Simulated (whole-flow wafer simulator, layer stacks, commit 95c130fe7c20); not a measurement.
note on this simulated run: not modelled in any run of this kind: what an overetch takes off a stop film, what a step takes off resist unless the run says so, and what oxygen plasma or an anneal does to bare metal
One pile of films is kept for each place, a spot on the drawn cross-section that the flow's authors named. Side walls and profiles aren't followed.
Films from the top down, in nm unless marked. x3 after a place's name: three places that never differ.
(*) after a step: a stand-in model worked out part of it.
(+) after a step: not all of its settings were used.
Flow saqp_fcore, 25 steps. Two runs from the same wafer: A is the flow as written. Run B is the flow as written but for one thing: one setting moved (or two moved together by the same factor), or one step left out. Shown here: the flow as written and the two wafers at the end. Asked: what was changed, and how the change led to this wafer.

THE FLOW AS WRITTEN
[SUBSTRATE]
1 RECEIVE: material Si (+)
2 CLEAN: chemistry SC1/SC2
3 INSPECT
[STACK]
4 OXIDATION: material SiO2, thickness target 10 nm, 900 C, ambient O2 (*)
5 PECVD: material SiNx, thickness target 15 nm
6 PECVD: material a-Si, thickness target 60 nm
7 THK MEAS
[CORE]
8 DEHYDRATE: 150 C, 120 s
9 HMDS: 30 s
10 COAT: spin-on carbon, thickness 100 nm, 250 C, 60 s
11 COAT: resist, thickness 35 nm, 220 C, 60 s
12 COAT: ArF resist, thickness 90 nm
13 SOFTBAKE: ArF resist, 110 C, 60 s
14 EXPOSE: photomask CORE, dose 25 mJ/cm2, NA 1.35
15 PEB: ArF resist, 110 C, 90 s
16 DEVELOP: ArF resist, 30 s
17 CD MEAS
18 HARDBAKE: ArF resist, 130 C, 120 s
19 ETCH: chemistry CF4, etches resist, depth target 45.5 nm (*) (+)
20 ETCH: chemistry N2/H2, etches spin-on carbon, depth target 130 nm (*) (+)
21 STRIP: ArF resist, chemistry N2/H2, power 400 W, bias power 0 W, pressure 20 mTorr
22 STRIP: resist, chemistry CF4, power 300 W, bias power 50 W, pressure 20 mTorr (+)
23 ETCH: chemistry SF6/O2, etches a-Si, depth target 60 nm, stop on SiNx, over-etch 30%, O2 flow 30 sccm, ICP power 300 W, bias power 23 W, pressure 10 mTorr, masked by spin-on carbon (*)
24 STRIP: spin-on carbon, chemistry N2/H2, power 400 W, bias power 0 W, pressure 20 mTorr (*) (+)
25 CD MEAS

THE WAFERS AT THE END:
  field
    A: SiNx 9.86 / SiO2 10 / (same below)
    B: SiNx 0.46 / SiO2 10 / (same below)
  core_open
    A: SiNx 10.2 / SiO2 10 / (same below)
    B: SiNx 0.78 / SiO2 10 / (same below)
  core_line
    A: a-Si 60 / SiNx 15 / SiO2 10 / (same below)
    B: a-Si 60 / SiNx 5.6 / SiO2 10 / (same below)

The cause: step 5, PECVD: thickness target 5.6 nm was run, where the flow has thickness target 15 nm.
It can be read off the wafer: core_line has SiNx 5.6, and step 5 as written asks for 15 nm.

How the change led to this, step by step:
  5 PECVD: material SiNx, thickness target 15 nm
      field, core_open, core_line: A SiNx +15 (new film) | B SiNx +5.6 (new film)
